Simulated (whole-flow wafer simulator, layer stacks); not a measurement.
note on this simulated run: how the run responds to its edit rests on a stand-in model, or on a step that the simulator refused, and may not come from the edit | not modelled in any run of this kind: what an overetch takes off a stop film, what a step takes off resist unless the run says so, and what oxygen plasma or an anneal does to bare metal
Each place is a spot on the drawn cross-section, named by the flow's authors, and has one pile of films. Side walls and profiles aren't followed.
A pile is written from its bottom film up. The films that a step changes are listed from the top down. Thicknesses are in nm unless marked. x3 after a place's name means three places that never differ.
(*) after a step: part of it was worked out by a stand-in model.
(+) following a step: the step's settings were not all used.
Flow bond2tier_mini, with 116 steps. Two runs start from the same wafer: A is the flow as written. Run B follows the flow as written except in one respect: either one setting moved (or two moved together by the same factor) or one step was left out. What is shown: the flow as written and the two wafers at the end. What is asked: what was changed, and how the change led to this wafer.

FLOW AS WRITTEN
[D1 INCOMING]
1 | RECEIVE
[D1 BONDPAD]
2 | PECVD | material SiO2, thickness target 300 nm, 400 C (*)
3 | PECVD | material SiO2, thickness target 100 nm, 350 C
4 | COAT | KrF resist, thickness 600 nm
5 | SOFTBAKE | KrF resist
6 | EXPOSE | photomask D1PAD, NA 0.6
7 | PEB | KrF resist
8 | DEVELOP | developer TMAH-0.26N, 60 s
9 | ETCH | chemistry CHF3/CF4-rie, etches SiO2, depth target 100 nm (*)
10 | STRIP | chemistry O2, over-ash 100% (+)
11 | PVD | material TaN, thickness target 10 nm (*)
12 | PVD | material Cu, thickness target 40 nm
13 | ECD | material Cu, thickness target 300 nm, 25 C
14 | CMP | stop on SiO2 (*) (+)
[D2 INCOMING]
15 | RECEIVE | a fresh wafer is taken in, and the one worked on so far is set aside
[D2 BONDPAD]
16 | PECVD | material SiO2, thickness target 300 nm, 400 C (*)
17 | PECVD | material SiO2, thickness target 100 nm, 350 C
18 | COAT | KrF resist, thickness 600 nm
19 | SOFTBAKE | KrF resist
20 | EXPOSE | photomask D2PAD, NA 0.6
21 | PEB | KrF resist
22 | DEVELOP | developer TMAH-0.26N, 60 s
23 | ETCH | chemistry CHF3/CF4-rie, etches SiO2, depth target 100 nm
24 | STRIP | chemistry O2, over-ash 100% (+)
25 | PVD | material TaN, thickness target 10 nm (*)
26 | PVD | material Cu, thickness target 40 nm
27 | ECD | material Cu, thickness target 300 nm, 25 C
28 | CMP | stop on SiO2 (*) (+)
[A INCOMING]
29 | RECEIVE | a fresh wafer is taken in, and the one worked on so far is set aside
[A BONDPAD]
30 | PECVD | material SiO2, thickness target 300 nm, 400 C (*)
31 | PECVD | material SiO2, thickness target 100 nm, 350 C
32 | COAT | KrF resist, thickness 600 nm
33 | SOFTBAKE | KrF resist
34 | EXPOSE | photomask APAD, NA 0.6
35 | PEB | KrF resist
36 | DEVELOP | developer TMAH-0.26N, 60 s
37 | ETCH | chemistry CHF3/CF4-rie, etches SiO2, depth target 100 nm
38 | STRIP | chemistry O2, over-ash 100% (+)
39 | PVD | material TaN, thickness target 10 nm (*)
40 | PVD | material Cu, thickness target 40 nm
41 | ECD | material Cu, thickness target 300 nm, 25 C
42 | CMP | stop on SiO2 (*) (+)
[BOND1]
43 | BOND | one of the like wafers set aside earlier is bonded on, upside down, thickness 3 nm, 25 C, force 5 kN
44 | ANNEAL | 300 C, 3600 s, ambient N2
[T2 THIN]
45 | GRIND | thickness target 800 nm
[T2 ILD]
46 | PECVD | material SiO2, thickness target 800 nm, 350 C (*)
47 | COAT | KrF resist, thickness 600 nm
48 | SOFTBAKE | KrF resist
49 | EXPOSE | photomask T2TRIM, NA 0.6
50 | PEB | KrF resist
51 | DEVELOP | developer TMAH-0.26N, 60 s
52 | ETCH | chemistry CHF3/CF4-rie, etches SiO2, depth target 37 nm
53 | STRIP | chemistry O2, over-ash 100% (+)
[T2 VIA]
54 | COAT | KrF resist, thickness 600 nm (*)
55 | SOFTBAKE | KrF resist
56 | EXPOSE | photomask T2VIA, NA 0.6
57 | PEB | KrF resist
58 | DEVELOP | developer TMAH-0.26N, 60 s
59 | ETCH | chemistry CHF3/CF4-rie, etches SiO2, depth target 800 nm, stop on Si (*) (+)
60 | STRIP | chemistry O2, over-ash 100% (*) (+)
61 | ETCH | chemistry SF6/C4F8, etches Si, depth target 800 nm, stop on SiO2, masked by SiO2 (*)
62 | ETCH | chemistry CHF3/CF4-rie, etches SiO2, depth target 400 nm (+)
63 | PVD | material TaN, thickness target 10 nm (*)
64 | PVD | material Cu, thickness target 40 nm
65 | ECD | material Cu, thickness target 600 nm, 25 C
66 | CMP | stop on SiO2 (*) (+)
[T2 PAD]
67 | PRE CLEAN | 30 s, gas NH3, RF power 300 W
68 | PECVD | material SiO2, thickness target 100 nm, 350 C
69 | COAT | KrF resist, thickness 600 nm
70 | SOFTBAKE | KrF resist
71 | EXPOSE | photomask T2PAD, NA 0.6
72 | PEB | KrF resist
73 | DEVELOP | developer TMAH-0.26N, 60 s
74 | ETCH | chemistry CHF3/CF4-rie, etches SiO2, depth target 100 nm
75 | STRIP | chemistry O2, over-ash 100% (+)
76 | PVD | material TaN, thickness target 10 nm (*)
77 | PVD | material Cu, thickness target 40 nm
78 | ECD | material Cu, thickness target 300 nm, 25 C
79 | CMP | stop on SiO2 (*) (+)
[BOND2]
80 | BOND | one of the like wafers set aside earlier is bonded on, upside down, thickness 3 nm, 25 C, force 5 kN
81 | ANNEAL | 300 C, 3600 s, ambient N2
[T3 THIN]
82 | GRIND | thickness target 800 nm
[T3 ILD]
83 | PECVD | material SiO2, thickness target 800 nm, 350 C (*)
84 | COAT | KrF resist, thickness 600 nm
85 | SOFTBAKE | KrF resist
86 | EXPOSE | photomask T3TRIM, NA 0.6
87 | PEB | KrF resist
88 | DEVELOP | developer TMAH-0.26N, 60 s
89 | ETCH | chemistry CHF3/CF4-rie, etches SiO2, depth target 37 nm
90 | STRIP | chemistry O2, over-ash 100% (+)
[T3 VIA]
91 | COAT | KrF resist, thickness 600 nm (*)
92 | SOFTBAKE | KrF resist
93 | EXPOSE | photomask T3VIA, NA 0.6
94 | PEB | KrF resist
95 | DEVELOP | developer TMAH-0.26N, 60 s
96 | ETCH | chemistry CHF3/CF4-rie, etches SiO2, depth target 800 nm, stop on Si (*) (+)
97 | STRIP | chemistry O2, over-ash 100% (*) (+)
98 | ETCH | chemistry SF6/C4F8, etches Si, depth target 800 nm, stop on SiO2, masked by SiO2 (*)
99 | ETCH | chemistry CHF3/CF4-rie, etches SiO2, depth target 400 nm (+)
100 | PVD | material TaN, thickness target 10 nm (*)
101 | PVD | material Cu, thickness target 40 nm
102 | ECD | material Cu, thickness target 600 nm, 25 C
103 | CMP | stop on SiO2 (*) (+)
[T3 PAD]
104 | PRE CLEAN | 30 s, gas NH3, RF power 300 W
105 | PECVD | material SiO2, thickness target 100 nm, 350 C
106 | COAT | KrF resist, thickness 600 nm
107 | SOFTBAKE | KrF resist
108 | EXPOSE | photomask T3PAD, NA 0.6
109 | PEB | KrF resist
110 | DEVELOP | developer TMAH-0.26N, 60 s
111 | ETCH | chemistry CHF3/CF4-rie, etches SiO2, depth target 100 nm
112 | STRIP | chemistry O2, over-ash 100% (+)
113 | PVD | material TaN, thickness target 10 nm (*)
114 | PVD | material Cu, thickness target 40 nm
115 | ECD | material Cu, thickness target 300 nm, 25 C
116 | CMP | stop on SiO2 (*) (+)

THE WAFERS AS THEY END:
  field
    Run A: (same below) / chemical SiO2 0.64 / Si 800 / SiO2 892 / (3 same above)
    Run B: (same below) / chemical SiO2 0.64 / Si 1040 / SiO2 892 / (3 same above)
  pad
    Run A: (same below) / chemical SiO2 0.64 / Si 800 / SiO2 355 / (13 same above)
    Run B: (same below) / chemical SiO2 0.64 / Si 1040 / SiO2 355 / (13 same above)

The reason: step 45, GRIND: thickness target 1040 nm was run, while the flow as written has thickness target 800 nm.
The wafer lets one read it off: field has Si 1040, and step 45 as written asks for 800 nm.

The path from the change to this, step by step:
  45 | GRIND | thickness target 800 nm
      field, pad, via: A Si loses 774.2 um | B Si loses 773.96 um
